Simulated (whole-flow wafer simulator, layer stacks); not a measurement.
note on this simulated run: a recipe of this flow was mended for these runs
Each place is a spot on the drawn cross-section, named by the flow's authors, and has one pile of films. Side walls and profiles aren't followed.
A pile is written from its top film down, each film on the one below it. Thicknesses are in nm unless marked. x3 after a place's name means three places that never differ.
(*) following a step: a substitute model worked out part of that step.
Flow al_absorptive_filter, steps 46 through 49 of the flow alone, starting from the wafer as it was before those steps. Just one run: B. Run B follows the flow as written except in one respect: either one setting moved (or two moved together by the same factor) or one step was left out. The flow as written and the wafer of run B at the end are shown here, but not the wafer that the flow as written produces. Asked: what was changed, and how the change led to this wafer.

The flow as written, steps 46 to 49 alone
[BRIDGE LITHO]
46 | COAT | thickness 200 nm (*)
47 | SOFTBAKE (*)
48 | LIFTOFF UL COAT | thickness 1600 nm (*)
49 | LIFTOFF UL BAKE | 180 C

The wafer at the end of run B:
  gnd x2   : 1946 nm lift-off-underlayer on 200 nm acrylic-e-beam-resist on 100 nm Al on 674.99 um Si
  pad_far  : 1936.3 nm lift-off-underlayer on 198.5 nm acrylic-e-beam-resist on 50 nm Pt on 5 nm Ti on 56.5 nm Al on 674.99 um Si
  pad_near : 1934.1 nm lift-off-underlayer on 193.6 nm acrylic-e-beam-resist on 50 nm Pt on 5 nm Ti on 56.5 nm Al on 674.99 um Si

The reason: step 48, LIFTOFF UL COAT: thickness 1946 nm was run, whereas the flow has thickness 1600 nm.
The wafer itself shows it: gnd x2 has lift-off-underlayer 1946, and step 48 as written asks for 1600 nm.

Step by step, how the change led to this:
  48 | LIFTOFF UL COAT | thickness 1600 nm (*)
      gnd x2, idc_field: +1946 lift-off-underlayer (new film) (in the flow as written it would be: +1600 lift-off-underlayer (new film))
      pad_far: +1936.3 lift-off-underlayer (new film) (in the flow as written it would be: +1591.1 lift-off-underlayer (new film))
      (also at 10 further places)
